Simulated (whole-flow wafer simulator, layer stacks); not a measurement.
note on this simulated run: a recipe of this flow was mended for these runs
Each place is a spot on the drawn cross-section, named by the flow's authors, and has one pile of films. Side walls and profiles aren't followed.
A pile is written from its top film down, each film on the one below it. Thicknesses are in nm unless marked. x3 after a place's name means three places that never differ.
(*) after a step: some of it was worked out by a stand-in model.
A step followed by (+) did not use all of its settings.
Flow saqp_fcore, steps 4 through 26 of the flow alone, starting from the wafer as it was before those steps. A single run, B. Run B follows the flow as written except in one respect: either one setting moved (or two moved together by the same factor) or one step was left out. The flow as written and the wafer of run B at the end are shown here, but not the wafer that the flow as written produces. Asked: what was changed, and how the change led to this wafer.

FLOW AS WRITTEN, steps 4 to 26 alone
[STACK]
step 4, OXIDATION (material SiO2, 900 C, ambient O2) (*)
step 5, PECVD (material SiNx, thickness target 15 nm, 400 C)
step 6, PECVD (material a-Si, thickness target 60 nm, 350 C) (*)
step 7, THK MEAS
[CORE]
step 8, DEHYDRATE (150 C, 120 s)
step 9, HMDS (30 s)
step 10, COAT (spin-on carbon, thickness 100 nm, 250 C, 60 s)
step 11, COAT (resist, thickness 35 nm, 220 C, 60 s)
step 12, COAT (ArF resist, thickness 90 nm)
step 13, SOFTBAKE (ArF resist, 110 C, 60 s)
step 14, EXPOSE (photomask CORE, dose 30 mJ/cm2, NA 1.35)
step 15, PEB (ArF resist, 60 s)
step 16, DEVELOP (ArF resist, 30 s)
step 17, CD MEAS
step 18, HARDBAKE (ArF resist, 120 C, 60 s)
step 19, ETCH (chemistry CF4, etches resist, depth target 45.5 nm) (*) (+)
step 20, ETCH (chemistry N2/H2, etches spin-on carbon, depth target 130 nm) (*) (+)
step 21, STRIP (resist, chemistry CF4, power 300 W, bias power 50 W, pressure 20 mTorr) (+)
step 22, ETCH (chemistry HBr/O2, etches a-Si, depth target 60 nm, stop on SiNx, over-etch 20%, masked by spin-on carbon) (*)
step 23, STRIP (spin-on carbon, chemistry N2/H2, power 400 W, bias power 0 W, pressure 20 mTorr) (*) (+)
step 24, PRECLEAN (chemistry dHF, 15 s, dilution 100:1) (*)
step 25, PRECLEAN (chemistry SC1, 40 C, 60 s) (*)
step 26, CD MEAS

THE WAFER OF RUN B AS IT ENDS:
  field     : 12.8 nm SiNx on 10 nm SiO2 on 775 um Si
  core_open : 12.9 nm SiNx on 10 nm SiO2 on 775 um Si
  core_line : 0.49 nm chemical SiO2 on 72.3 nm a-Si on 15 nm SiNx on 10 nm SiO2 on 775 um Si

Cause: step 6, PECVD: thickness target 73 nm was run, whereas the flow has thickness target 60 nm.

Step by step, how the change led to this:
  step 6, PECVD (material a-Si, thickness target 60 nm, 350 C) (*)
      field, core_open, core_line: a-Si gains 73 (new film) (as written it would have been: a-Si gains 60 (new film))
  step 22, ETCH (chemistry HBr/O2, etches a-Si, depth target 60 nm, stop on SiNx, over-etch 20%, masked by spin-on carbon) (*)
      field: a-Si loses 49.8 (all of it), SiNx loses 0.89 (as written it would have been: a-Si loses 36.8 (all of it), SiNx loses 1.41)
      core_open: a-Si loses 52.4 (all of it), SiNx loses 0.78 (as written it would have been: a-Si loses 39.4 (all of it), SiNx loses 1.3)
      (also at 1 further place)
  step 23, STRIP (spin-on carbon, chemistry N2/H2, power 400 W, bias power 0 W, pressure 20 mTorr) (*) (+)
      core_line: spin-on carbon loses 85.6 (all of it) (as written it would have been: spin-on carbon loses 88.8 (all of it))
